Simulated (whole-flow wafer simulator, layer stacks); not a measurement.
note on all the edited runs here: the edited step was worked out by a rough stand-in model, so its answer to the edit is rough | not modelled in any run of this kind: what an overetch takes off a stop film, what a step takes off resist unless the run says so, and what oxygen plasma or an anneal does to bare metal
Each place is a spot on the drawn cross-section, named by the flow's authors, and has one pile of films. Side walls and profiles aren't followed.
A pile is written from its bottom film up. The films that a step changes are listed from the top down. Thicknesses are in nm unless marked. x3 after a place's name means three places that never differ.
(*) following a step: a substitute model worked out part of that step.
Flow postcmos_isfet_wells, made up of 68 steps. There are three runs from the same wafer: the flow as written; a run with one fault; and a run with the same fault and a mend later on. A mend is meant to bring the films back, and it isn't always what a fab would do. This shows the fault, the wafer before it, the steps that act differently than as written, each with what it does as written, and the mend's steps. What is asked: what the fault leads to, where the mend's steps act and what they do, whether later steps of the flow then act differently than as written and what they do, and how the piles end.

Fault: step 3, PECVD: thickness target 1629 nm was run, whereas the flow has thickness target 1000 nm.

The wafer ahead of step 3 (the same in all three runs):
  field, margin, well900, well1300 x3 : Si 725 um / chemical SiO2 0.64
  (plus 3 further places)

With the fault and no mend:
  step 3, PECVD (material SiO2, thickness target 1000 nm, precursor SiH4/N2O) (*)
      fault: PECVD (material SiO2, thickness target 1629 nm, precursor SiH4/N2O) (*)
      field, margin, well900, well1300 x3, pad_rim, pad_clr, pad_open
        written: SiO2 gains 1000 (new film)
        fault: SiO2 gains 1629 (new film)
  Every later step of the flow that is run acts as written at every place that is followed.
  The piles end different from the flow's at field, margin, well900, well1300 x3, pad_rim, pad_clr, pad_open by more than 2% or 0.5 nm, whichever is larger.
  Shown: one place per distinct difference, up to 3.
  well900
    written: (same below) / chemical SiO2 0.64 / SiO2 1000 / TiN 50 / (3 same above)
    fault: (same below) / chemical SiO2 0.64 / SiO2 1629 / TiN 50 / (3 same above)
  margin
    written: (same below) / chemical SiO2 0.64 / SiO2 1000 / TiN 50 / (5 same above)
    fault: (same below) / chemical SiO2 0.64 / SiO2 1629 / TiN 50 / (5 same above)
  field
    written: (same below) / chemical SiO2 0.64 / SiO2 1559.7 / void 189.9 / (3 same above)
    fault: (same below) / chemical SiO2 0.64 / SiO2 2188.7 / void 189.9 / (3 same above)

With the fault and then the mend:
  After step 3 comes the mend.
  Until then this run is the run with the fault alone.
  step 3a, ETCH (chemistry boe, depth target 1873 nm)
      field, margin, well900, well1300 x3, pad_rim, pad_clr, pad_open
        SiO2 loses 1629 (all of it), chemical SiO2 loses 0.64 (all of it)
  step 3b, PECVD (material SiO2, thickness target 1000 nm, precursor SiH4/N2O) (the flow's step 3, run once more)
      field, margin, well900, well1300 x3, pad_rim, pad_clr, pad_open
        SiO2 gains 1000 (new film)
  Every later step of the flow that is run acts as written at every place that is followed.
  The piles end different from the flow's at field, margin, well900, well1300 x3, pad_rim, pad_clr, pad_open by more than 2% or 0.5 nm, whichever is larger.
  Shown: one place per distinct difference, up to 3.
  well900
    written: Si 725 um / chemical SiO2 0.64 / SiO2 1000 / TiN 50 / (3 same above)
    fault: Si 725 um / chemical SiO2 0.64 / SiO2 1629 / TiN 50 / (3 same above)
    mend: Si 725 um / SiO2 1000 / TiN 50 / (3 same above)
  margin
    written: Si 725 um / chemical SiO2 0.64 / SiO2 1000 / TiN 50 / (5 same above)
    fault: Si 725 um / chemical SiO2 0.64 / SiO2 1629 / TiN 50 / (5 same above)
    mend: Si 725 um / SiO2 1000 / TiN 50 / (5 same above)
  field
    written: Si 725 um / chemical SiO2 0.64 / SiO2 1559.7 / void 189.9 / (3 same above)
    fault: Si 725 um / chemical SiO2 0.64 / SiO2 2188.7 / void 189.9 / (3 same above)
    mend: Si 725 um / SiO2 1559.7 / void 189.9 / (3 same above)
